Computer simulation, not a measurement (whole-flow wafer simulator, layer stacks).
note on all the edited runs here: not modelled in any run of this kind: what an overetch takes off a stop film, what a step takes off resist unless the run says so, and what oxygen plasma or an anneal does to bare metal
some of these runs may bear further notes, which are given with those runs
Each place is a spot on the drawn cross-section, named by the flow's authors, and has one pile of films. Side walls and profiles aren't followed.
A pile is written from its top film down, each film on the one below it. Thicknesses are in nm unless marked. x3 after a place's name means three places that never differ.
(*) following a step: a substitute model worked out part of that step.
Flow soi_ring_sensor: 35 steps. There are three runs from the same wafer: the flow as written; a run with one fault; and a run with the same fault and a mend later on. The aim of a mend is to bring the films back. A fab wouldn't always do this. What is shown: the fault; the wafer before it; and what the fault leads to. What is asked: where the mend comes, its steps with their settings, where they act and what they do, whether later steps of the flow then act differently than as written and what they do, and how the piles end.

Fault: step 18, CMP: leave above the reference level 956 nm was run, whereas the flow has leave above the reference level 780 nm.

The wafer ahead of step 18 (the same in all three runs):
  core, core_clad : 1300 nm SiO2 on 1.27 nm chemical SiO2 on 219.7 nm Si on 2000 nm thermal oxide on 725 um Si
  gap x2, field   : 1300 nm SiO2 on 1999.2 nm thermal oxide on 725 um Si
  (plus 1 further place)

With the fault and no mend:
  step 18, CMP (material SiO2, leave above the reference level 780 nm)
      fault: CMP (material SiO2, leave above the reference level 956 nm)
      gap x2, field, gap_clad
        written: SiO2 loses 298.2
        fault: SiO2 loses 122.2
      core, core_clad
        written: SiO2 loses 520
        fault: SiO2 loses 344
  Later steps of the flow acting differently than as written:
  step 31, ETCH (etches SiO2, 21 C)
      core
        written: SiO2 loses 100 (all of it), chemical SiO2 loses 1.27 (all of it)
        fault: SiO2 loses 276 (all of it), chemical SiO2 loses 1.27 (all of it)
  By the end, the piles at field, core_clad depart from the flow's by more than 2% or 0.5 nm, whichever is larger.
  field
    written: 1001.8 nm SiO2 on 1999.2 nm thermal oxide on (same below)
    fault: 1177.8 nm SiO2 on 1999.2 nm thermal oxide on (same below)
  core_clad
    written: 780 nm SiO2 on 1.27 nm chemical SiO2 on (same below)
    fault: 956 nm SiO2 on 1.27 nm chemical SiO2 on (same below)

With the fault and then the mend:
  After step 27 comes the mend.
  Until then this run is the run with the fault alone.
  step 27a, STRIP (i-line resist, 250 C, gas O2, power 300 W) (*)
      field, core_clad, gap_clad
        i-line resist loses 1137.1 (all of it)
  step 27b, CMP (material SiO2, leave above the reference level 780 nm) (the flow's step 18, run once more)
      core, gap x2, field, core_clad, gap_clad
        SiO2 loses 176
  step 27c, HMDS (120 C, 60 s) (the flow's step 21, run once more)
      leaves every film unchanged at each place that is followed
  step 27d, COAT (i-line resist, thickness 1200 nm) (the flow's step 22, run once more)
      core, gap x2, field, core_clad, gap_clad
        i-line resist gains 1200 (new film)
  step 27e, SOFTBAKE (i-line resist) (the flow's step 23, run once more)
      leaves every film unchanged at each place that is followed
  step 27f, EXPOSE (photomask WINDOW, dose 101 mJ/cm2, NA 0.5, wavelength 365 nm) (*) (the flow's step 24, run once more)
      leaves every film unchanged at each place that is followed
  step 27g, PEB (i-line resist) (the flow's step 25, run once more)
      core, gap x2, field, core_clad, gap_clad
        i-line resist loses 62.8
  step 27h, DEVELOP (i-line resist, thickness 1200 nm, 90 s) (the flow's step 26, run once more)
      core, gap x2
        i-line resist loses 1137.2 (all of it)
      field, core_clad, gap_clad
        i-line resist loses 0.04
  None of the later steps of the flow acts differently than as written at any place that is followed.
  By the end, the piles equal the flow's at every place that both follow.
